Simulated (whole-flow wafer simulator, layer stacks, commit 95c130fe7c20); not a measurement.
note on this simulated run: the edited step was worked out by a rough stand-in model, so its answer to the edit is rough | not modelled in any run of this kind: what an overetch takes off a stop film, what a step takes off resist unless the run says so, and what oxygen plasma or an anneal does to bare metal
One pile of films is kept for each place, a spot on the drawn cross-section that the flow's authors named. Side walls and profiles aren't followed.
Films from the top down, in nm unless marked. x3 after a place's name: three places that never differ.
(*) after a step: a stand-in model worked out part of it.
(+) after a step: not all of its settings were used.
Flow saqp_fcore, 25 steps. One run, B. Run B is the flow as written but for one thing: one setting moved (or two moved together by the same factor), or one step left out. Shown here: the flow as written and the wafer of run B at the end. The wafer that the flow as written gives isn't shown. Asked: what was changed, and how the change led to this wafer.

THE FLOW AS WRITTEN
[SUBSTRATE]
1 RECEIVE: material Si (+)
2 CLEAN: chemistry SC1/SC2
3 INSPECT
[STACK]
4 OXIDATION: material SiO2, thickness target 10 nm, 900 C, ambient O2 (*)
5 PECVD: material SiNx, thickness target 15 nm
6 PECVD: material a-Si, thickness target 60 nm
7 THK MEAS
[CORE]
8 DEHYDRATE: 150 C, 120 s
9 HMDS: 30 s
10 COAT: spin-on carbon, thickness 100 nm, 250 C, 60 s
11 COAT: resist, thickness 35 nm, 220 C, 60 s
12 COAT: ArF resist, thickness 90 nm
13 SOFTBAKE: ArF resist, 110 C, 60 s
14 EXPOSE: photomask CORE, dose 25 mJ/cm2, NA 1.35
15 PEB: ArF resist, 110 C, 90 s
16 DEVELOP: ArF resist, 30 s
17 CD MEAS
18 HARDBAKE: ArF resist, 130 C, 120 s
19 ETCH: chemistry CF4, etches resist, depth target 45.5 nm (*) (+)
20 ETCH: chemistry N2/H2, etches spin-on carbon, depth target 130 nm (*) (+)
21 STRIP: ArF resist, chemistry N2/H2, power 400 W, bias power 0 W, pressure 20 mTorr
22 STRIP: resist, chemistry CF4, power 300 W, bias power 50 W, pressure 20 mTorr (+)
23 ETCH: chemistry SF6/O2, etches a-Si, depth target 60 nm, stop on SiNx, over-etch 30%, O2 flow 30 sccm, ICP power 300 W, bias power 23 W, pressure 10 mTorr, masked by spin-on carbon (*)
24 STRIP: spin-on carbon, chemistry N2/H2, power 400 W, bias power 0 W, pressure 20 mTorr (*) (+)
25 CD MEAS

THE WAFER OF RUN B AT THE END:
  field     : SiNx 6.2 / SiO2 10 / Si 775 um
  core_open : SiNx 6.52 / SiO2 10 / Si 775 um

The cause: step 23, ETCH: depth target 82.5 nm was run, where the flow has depth target 60 nm.

How the change led to this, step by step:
  23 ETCH: chemistry SF6/O2, etches a-Si, depth target 60 nm, stop on SiNx, over-etch 30%, O2 flow 30 sccm, ICP power 300 W, bias power 23 W, pressure 10 mTorr, masked by spin-on carbon (*)
      field: a-Si -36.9 (all of it), SiNx -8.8 (as written it would be: a-Si -36.9 (all of it), SiNx -5.14)
      core_open: a-Si -39.4 (all of it), SiNx -8.48 (as written it would be: a-Si -39.4 (all of it), SiNx -4.82)
